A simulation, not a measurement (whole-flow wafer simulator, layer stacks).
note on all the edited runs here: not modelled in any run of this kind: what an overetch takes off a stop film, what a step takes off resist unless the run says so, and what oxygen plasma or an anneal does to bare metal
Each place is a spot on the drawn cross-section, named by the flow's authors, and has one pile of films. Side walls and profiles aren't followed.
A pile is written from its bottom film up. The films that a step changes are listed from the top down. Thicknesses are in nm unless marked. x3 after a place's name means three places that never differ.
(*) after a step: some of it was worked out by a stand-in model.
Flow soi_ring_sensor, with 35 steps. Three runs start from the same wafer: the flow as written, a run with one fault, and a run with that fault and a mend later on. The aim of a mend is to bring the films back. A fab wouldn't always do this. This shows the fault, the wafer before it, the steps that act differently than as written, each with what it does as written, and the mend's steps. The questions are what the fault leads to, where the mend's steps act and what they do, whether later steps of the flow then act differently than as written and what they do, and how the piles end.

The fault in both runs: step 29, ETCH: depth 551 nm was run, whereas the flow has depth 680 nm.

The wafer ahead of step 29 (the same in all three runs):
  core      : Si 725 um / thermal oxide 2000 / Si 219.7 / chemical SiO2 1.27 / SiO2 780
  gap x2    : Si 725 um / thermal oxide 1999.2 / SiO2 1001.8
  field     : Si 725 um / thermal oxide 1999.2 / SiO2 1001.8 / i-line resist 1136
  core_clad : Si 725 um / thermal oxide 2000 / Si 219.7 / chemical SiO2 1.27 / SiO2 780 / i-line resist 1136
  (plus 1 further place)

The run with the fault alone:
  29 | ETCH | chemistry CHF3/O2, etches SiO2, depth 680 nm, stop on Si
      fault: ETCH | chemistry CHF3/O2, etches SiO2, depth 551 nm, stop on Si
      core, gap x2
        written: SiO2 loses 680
        fault: SiO2 loses 551
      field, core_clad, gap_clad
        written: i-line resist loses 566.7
        fault: i-line resist loses 459.2
  Steps later in the flow that act otherwise than as written:
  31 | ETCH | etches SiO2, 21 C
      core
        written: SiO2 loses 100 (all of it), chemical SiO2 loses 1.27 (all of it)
        fault: SiO2 loses 229 (all of it), chemical SiO2 loses 1.27 (all of it)
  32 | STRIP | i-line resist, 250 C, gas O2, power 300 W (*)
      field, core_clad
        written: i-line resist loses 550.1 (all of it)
        fault: i-line resist loses 657.6 (all of it)
  When the end is reached, the piles differ only a little from the flow's at the places that both follow, at most by 2% or 0.5 nm, whichever is larger.

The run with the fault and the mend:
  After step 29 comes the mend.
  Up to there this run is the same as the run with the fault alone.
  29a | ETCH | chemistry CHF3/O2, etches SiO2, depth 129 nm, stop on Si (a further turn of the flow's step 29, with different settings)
      core, gap x2
        SiO2 loses 129
      field, core_clad, gap_clad
        i-line resist loses 107.5
  Later steps of the flow that are run all act as written at every place that is followed.
  The piles end the same as the flow's at every place that both follow.
